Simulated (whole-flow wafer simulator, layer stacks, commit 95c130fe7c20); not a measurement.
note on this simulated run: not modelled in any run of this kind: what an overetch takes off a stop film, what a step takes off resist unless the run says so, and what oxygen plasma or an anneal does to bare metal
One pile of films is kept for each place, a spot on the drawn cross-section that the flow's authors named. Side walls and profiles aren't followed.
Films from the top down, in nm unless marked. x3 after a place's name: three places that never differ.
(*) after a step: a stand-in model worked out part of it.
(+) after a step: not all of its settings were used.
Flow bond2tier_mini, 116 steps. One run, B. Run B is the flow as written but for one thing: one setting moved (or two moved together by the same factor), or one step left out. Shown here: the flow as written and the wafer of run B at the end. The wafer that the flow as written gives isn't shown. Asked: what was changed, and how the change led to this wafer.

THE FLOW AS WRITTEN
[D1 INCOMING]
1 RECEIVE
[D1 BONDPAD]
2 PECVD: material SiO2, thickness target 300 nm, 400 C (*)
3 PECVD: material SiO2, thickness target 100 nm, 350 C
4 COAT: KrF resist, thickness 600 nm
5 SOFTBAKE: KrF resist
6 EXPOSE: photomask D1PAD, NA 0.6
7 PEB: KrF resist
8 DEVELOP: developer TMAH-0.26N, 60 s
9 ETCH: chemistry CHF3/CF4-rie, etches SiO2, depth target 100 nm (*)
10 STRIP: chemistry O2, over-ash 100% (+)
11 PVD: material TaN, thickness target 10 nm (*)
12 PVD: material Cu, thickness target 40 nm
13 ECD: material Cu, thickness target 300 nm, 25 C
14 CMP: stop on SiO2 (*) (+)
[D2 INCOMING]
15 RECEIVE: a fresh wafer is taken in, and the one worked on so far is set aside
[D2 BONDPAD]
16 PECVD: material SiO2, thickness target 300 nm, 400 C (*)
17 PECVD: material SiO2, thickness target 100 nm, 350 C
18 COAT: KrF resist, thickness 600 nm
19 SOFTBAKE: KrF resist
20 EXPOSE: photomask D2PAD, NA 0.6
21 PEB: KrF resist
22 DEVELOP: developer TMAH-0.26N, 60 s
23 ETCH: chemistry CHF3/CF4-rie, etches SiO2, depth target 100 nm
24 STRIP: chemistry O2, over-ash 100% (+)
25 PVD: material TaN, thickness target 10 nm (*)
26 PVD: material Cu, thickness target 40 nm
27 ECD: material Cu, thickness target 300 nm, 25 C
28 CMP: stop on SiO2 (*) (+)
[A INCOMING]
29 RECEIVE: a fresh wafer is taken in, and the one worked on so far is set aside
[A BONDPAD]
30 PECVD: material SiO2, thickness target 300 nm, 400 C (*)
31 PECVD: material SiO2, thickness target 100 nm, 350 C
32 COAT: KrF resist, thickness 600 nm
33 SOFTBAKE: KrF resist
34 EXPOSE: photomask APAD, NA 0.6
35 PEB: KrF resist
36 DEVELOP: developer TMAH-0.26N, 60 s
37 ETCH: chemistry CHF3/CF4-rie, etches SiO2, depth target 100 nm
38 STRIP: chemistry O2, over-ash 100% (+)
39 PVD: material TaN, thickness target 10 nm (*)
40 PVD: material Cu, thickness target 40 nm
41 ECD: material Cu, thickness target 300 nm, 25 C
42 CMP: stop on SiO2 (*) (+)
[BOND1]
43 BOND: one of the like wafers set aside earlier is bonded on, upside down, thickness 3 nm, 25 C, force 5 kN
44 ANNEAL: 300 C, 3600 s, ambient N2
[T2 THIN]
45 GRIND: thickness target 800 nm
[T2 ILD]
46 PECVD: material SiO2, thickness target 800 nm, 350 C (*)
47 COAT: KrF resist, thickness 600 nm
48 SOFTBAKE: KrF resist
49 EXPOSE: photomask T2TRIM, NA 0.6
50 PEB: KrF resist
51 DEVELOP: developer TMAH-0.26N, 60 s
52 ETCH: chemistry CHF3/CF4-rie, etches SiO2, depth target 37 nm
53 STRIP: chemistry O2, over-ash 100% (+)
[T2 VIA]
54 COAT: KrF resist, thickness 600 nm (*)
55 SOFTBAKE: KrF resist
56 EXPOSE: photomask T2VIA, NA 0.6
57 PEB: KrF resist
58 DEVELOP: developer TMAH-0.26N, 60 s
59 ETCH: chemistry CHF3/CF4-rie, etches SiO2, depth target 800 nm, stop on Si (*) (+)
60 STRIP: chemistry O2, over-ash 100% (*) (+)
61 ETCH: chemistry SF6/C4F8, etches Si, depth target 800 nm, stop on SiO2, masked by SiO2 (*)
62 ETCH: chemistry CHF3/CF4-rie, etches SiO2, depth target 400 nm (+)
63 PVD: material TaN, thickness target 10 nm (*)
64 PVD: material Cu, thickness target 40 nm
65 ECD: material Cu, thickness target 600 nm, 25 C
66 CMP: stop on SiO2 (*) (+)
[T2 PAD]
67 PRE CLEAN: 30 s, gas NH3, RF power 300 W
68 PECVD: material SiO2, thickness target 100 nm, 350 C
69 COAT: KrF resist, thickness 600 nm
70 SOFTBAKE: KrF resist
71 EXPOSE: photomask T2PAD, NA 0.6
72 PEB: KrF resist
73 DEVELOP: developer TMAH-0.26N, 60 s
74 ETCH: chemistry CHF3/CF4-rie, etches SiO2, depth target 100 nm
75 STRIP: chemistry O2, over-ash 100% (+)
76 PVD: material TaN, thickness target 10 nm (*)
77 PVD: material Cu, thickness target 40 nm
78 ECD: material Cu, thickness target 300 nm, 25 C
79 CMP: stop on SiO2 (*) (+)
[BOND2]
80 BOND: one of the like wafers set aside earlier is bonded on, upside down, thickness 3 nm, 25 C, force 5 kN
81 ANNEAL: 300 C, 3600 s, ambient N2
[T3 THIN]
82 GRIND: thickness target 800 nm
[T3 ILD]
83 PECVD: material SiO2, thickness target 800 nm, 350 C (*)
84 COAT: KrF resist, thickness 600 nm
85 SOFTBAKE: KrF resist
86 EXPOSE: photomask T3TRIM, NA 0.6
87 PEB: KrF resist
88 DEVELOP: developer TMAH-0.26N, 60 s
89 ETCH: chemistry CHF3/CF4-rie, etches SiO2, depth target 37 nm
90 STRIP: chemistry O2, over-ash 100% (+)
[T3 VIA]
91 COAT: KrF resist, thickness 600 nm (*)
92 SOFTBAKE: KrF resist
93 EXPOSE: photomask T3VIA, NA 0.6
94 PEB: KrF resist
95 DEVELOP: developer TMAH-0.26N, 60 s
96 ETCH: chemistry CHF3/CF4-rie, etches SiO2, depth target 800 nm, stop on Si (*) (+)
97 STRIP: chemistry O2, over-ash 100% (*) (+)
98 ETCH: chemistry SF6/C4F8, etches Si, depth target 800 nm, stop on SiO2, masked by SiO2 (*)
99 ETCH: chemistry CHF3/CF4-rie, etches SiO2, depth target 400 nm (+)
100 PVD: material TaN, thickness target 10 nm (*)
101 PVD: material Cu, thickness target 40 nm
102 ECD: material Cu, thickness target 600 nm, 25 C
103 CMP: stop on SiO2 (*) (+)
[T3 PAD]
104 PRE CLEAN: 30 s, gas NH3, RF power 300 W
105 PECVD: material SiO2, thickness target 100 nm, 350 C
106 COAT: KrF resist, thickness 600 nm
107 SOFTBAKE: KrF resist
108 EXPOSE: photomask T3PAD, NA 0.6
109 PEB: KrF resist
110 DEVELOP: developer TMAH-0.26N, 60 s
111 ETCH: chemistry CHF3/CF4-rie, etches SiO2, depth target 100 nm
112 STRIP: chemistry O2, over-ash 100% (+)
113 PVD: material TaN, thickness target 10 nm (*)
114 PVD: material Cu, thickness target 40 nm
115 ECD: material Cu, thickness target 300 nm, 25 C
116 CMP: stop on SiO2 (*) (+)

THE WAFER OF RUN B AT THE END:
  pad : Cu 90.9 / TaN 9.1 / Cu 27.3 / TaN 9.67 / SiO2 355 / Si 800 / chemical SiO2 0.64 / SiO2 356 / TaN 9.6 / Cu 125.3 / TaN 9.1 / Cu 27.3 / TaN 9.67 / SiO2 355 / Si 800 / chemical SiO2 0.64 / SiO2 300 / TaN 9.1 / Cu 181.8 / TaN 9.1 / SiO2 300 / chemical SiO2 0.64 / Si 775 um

The cause: step 23, ETCH: depth target 44 nm was run, where the flow has depth target 100 nm.

How the change led to this, step by step:
  23 ETCH: chemistry CHF3/CF4-rie, etches SiO2, depth target 100 nm
      pad, via: SiO2 -44 (as written it would be: SiO2 -100)
      field: KrF resist -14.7 (as written it would be: KrF resist -33.3)
  24 STRIP: chemistry O2, over-ash 100% (+)
      field: KrF resist -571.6 (all of it) (as written it would be: KrF resist -552.9 (all of it))
  26 PVD: material Cu, thickness target 40 nm
      pad: Cu +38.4 (new film) (as written it would be: Cu +36.4 (new film))
  27 ECD: material Cu, thickness target 300 nm, 25 C
      pad: Cu +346 (as written it would be: Cu +404.5)
      via: Cu +344 (as written it would be: Cu +400.2)
  80 BOND: one of the like wafers set aside earlier is bonded on, upside down, thickness 3 nm, 25 C, force 5 kN
      pad: Si +775 um (new film), chemical SiO2 +0.64 (new film), SiO2 +356 (new film), TaN +9.6 (new film), Cu +34.4 (as written it would be: Si +775 um (new film), chemical SiO2 +0.64 (new film), SiO2 +300 (new film), TaN +9.1 (new film), Cu +90.9)
